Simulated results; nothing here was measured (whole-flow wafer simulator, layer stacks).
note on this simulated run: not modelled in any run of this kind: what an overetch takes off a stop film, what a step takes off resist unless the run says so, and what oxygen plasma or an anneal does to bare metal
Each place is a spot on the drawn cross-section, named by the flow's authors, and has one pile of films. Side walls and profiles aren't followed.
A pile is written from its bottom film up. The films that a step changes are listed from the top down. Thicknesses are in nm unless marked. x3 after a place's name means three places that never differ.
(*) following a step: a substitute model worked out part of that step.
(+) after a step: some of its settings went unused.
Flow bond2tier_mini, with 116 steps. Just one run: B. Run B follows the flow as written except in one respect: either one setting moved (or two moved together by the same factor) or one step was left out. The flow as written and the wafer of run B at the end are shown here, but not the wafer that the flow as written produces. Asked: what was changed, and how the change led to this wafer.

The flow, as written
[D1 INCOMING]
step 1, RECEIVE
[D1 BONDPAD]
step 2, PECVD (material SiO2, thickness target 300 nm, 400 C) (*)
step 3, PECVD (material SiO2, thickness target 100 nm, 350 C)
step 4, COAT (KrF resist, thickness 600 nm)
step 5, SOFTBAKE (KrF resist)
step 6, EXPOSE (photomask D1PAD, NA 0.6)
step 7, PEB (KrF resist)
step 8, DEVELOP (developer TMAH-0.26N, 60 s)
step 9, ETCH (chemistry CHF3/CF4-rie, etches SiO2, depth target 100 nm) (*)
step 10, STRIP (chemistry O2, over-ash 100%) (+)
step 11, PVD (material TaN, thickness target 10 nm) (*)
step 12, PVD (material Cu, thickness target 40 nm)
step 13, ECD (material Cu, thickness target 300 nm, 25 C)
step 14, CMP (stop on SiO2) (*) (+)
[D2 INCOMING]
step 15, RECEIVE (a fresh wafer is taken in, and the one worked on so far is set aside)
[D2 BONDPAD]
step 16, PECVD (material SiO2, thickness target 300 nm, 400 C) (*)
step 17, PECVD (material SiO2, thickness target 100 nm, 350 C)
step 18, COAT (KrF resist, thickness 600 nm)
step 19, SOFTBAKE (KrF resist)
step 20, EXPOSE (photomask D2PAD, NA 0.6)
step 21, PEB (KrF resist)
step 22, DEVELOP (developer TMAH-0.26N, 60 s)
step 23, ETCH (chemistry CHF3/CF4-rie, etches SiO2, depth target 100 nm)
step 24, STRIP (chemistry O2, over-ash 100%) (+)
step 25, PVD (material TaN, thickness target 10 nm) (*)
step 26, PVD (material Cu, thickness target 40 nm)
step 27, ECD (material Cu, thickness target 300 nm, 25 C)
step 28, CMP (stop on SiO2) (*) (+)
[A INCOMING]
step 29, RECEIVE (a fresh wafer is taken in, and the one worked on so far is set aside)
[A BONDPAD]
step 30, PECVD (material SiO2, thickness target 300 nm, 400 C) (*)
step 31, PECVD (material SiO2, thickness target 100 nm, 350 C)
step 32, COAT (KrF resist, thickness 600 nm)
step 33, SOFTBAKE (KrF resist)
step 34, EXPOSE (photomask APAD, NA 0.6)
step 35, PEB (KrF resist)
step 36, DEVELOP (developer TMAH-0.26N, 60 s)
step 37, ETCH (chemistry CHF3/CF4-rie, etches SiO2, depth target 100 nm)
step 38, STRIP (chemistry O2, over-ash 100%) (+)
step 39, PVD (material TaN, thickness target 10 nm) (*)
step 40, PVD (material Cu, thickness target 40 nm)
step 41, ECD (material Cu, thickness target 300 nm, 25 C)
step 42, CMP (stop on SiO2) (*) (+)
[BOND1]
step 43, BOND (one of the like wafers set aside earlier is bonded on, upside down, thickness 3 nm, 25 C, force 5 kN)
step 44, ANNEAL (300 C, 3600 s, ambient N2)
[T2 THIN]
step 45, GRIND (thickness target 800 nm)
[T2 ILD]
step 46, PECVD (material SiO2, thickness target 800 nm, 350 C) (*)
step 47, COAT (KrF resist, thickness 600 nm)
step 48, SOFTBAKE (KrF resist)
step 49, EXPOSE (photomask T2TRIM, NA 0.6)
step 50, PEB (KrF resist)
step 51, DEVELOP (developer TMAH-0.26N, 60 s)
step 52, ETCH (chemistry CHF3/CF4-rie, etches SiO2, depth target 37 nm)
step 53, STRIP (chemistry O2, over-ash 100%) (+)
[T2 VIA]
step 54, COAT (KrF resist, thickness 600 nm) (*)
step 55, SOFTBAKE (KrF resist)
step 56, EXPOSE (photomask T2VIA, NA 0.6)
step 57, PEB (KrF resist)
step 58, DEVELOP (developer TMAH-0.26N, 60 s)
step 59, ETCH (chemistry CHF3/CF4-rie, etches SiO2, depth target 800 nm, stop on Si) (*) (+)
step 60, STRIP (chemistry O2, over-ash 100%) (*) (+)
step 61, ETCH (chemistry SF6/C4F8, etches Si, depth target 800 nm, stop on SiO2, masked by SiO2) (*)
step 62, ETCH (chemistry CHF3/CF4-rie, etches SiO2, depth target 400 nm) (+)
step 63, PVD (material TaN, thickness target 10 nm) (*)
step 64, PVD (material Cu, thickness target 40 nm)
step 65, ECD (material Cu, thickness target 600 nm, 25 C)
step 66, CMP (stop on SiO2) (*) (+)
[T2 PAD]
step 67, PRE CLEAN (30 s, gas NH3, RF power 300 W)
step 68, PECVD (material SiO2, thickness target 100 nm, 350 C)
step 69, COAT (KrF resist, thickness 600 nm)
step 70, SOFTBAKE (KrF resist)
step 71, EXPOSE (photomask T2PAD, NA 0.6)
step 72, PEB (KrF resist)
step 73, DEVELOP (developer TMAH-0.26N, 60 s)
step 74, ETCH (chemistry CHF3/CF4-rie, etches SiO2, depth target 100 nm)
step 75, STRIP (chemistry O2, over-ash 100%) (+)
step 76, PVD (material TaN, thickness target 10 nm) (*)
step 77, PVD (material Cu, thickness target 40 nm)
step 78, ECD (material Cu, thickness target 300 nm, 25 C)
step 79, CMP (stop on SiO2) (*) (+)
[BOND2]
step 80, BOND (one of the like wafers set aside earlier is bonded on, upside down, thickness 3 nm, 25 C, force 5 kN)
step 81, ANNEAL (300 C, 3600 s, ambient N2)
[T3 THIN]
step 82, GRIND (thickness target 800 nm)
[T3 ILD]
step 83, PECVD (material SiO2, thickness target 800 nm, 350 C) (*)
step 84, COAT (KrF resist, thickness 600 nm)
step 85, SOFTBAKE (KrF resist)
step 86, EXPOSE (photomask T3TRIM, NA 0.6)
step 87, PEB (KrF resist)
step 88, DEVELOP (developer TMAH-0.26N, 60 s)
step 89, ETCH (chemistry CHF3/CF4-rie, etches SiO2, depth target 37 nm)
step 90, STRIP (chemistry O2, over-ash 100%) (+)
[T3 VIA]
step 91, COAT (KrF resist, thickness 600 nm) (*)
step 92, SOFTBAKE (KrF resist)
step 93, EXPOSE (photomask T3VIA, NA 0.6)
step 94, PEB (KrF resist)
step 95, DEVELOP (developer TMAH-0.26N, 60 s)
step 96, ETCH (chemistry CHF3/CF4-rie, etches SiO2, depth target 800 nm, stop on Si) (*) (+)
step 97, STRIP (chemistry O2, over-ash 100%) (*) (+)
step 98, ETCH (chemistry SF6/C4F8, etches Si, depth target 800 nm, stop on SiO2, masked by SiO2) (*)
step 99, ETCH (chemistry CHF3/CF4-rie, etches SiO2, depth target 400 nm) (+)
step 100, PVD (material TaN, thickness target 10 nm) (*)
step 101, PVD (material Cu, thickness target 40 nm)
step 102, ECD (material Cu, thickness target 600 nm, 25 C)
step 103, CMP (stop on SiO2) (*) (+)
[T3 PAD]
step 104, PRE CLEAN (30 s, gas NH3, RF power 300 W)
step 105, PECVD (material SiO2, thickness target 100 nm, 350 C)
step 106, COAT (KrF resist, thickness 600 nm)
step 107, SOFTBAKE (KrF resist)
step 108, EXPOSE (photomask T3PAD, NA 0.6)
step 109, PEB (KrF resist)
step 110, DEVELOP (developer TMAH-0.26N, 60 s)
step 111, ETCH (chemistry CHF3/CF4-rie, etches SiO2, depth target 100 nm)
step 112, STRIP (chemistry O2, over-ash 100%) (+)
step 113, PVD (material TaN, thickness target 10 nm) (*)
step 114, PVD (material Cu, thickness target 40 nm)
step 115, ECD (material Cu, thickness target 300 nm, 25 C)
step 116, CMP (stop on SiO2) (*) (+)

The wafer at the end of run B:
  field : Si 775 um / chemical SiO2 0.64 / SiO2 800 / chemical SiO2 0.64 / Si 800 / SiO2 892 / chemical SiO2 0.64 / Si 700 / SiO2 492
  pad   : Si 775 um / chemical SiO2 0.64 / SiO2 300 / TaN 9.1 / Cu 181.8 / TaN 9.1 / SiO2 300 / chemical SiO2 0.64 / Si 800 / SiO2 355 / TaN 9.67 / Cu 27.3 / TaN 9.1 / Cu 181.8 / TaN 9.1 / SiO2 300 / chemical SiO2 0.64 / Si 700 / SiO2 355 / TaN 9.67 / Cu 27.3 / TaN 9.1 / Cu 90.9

The reason: step 82, GRIND: thickness target 700 nm was run, while the flow as written has thickness target 800 nm.
The wafer lets one read it off: field has Si 700, and step 82 as written asks for 800 nm.

How this came from the change, step by step:
  step 82, GRIND (thickness target 800 nm)
      field, pad: -774.3 um Si (in the flow as written it would be: -774.2 um Si)
